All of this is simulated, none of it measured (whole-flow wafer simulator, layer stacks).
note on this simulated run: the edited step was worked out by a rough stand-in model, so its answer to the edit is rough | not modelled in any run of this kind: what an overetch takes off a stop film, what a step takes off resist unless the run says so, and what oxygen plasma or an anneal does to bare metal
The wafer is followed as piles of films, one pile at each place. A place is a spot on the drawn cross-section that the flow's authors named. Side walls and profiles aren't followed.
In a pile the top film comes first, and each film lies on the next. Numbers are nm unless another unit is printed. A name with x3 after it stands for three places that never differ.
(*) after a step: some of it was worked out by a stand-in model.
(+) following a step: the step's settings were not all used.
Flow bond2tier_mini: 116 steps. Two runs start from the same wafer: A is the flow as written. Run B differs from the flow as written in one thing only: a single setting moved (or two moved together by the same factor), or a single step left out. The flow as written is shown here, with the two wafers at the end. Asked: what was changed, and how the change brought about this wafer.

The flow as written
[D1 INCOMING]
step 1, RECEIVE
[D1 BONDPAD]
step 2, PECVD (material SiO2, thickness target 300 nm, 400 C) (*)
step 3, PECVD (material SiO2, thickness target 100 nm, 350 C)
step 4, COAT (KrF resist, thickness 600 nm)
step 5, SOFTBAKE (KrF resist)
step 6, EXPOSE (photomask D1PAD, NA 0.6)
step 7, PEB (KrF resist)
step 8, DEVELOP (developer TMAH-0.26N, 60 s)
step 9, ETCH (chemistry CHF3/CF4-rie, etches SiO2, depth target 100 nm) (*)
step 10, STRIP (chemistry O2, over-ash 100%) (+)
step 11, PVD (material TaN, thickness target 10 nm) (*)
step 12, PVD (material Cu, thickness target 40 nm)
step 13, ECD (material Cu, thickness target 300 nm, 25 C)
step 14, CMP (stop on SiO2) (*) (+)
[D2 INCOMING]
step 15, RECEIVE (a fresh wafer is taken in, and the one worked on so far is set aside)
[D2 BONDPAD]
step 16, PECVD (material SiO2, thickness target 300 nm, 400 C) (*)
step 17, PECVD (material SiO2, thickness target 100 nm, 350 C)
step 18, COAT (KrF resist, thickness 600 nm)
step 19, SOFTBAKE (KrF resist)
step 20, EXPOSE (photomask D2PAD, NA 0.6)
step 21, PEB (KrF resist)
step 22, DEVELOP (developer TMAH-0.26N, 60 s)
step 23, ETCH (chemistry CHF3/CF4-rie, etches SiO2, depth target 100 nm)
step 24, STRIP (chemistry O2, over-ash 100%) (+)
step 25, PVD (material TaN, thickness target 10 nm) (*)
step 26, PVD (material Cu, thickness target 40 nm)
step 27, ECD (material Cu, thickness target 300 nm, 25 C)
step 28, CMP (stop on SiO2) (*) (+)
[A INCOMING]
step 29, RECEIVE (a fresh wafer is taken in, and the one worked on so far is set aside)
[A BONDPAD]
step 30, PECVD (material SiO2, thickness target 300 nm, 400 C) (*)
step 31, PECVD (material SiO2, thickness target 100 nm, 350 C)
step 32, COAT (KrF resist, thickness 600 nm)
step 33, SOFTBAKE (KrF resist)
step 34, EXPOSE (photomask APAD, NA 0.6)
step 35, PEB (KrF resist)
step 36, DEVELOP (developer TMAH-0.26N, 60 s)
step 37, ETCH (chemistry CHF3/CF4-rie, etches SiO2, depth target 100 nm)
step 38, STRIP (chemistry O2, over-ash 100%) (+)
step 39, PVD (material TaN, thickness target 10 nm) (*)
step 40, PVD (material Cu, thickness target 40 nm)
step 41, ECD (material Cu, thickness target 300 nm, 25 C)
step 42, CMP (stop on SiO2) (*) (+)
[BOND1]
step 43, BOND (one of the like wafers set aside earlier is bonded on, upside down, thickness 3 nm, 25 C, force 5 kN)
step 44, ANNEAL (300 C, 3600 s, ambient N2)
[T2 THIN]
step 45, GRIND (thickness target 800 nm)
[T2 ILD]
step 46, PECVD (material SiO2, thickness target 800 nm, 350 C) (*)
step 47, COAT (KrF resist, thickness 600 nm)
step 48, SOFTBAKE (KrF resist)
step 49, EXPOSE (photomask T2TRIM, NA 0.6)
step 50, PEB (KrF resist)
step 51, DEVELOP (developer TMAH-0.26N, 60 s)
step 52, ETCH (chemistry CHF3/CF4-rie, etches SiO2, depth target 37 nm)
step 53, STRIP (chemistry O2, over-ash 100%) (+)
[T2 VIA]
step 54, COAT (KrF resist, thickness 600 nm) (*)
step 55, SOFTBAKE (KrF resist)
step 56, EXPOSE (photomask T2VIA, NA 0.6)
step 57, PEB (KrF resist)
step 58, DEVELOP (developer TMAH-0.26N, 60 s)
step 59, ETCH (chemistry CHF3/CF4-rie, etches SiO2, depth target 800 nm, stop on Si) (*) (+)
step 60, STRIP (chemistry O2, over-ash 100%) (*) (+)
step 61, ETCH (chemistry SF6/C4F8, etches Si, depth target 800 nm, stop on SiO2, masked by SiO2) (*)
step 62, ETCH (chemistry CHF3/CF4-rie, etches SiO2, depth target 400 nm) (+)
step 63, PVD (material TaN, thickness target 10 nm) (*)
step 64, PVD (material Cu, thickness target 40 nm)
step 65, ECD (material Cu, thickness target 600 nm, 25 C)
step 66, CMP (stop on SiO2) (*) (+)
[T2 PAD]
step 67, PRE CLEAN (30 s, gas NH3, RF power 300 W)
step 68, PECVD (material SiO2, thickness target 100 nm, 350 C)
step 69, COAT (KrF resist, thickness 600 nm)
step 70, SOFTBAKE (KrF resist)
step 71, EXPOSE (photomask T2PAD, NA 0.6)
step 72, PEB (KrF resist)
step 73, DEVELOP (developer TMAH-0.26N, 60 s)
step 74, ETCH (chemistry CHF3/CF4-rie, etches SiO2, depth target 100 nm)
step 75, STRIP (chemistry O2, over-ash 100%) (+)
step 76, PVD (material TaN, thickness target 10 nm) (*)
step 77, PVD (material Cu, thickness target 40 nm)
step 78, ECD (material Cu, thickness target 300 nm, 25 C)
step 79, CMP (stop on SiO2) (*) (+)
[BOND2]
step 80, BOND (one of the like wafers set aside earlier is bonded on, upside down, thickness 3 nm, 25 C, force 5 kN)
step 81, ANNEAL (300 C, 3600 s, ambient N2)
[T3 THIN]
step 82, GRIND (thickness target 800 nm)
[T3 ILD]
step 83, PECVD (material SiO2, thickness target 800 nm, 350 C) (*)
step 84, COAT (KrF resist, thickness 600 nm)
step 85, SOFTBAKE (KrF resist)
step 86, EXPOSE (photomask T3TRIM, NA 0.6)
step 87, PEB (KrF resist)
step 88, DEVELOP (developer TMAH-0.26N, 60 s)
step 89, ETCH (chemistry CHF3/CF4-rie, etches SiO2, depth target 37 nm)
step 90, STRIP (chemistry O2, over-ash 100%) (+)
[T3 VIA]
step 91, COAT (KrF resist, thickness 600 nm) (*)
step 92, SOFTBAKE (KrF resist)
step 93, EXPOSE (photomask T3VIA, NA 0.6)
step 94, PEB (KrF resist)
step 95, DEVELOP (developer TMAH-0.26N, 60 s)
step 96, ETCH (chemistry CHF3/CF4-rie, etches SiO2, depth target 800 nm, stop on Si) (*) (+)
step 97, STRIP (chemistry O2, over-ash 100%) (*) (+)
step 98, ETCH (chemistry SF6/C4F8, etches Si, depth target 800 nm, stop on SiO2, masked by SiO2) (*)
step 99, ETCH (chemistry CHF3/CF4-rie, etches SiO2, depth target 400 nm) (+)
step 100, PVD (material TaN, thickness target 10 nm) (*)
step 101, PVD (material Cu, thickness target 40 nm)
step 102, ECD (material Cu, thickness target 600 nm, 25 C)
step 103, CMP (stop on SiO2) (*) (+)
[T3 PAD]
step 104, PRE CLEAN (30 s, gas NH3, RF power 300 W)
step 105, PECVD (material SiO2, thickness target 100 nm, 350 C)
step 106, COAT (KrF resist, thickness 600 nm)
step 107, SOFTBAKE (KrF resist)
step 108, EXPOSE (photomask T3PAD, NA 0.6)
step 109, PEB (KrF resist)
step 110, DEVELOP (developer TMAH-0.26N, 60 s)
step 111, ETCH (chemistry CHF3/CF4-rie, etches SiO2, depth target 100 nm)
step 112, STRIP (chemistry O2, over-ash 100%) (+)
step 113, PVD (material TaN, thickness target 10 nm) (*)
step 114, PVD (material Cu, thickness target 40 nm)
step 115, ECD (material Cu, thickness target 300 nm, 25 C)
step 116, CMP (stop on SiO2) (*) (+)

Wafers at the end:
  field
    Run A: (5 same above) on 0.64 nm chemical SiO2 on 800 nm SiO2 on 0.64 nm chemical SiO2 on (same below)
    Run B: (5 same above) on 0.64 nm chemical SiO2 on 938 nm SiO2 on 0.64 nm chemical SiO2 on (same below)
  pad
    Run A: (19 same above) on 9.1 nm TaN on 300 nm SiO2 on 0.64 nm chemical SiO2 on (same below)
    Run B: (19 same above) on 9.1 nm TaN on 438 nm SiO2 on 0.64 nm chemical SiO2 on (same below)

What caused this: step 30, PECVD: thickness target 438 nm was run, though the flow has thickness target 300 nm.
One can read it off the wafer: pad has SiO2 438, and step 30 as written asks for 300 nm.

Step by step, how the change led to this:
  step 30, PECVD (material SiO2, thickness target 300 nm, 400 C) (*)
      field, pad, via: A SiO2 gains 300 (new film) | B SiO2 gains 438 (new film)
